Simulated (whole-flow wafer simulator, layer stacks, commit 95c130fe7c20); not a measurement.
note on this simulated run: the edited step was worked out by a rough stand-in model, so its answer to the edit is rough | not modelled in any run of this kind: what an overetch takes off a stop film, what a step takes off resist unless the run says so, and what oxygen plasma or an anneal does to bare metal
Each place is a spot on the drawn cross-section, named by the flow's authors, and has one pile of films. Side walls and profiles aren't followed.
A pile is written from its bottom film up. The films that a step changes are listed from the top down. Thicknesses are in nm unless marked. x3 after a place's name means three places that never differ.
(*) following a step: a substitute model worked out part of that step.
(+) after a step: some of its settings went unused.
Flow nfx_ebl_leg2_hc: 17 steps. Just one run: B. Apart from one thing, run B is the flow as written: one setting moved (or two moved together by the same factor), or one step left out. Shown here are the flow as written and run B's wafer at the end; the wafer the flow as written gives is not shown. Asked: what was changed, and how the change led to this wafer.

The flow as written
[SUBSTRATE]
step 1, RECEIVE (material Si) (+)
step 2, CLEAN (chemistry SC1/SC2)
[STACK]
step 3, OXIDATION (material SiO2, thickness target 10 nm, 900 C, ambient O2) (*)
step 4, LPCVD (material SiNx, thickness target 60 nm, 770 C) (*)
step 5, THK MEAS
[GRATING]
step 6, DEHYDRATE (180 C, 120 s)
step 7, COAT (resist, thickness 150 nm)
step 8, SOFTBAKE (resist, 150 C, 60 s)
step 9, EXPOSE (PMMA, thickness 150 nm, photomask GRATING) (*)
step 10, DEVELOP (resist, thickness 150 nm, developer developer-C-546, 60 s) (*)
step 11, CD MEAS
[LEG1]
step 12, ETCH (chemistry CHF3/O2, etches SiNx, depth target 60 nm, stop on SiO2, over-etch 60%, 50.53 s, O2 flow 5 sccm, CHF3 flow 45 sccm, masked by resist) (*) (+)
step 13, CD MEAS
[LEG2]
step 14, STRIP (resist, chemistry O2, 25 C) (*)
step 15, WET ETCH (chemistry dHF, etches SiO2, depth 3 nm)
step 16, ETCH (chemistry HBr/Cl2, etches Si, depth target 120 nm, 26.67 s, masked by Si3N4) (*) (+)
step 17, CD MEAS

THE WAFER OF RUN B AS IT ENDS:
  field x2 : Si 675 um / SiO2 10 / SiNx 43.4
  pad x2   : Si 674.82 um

Cause: step 16, ETCH: depth target 174 nm was run, whereas the flow has depth target 120 nm; step 16, ETCH: 38.67 s was run, where the flow has 26.67 s.

The path from the change to this, step by step:
  step 16, ETCH (chemistry HBr/Cl2, etches Si, depth target 120 nm, 26.67 s, masked by Si3N4) (*) (+)
      field x2: -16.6 SiNx (as written it would have been: -11.4 SiNx)
      pad x2: -174 Si (as written it would have been: -120 Si)
